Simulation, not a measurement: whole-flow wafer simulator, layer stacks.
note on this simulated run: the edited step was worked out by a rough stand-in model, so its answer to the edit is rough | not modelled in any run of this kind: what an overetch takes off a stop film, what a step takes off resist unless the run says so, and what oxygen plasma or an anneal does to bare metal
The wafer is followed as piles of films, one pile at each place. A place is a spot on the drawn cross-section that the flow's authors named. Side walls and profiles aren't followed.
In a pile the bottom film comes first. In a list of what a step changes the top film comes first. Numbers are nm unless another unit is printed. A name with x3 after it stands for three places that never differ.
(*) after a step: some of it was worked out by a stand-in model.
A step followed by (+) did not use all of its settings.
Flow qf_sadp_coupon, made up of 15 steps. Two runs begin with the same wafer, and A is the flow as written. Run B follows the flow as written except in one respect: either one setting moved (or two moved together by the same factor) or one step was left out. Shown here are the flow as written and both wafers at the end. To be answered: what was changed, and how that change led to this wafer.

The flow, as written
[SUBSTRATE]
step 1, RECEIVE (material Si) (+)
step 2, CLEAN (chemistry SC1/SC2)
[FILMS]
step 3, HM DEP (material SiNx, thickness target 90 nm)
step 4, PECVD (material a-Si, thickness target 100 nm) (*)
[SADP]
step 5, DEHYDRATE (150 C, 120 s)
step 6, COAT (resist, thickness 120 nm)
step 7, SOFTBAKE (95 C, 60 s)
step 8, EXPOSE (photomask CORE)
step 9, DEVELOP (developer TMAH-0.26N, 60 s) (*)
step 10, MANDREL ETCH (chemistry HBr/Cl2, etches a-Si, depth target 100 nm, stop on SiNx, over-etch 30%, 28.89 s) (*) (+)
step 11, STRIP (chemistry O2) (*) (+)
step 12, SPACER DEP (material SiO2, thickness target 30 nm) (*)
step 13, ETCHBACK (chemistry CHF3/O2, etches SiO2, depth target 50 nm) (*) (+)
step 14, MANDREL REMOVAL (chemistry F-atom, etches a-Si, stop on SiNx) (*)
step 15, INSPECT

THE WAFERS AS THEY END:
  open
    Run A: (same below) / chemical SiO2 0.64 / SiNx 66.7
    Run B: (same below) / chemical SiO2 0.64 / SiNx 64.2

Cause: step 10, MANDREL ETCH: over-etch 47.6% was run, though the flow has over-etch 30%.

How this came from the change, step by step:
  step 10, MANDREL ETCH (chemistry HBr/Cl2, etches a-Si, depth target 100 nm, stop on SiNx, over-etch 30%, 28.89 s) (*) (+)
      m: A resist loses 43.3 | B resist loses 49.2
      open: A a-Si loses 100 (all of it), SiNx loses 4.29 | B a-Si loses 100 (all of it), SiNx loses 6.8
  step 11, STRIP (chemistry O2) (*) (+)
      m: A chemical SiO2 gains 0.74 (new film), resist loses 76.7 (all of it), a-Si loses 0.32 | B chemical SiO2 gains 0.74 (new film), resist loses 70.8 (all of it), a-Si loses 0.33
